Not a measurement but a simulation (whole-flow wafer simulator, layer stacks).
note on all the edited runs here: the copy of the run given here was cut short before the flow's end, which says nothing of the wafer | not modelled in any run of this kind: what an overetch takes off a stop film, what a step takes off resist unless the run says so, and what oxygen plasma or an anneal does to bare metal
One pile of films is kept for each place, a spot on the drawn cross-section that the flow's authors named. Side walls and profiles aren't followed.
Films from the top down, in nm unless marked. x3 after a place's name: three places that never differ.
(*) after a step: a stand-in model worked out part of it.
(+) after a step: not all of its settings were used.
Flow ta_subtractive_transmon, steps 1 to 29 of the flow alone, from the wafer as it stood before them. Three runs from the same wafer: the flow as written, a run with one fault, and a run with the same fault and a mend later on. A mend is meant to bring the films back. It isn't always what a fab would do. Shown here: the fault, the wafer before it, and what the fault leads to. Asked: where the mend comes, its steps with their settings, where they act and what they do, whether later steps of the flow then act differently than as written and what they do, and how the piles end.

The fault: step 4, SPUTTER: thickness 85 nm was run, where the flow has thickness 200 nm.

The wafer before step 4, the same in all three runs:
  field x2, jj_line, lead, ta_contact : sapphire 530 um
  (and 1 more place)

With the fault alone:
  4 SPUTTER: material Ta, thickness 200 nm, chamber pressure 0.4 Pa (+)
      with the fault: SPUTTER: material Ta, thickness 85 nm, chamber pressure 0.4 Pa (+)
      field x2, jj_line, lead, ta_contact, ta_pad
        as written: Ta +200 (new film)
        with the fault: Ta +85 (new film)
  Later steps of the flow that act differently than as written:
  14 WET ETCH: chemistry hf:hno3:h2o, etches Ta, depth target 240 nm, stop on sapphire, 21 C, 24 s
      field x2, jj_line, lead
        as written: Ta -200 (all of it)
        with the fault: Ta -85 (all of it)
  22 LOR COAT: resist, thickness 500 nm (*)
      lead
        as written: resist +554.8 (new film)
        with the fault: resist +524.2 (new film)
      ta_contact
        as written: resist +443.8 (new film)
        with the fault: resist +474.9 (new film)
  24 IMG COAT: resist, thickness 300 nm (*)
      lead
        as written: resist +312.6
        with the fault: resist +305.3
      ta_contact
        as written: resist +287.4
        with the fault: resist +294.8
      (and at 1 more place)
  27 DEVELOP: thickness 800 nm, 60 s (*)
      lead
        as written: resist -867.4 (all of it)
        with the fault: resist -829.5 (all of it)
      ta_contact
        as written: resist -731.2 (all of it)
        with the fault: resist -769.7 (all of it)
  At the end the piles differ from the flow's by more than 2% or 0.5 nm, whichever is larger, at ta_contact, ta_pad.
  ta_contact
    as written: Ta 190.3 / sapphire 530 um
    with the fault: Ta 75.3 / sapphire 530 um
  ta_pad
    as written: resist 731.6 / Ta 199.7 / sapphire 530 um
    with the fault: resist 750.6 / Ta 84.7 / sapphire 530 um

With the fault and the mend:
  The mend comes after step 5.
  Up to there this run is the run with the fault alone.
  5a SPUTTER: material Ta, thickness 115 nm, chamber pressure 0.4 Pa (+) (the flow's step 4 once more, with other settings)
      field x2, jj_line, lead, ta_contact, ta_pad
        Ta +115
  No later step of the flow acts differently than as written at any place that is followed.
  At the end the piles are the same as the flow's at every place that both follow.
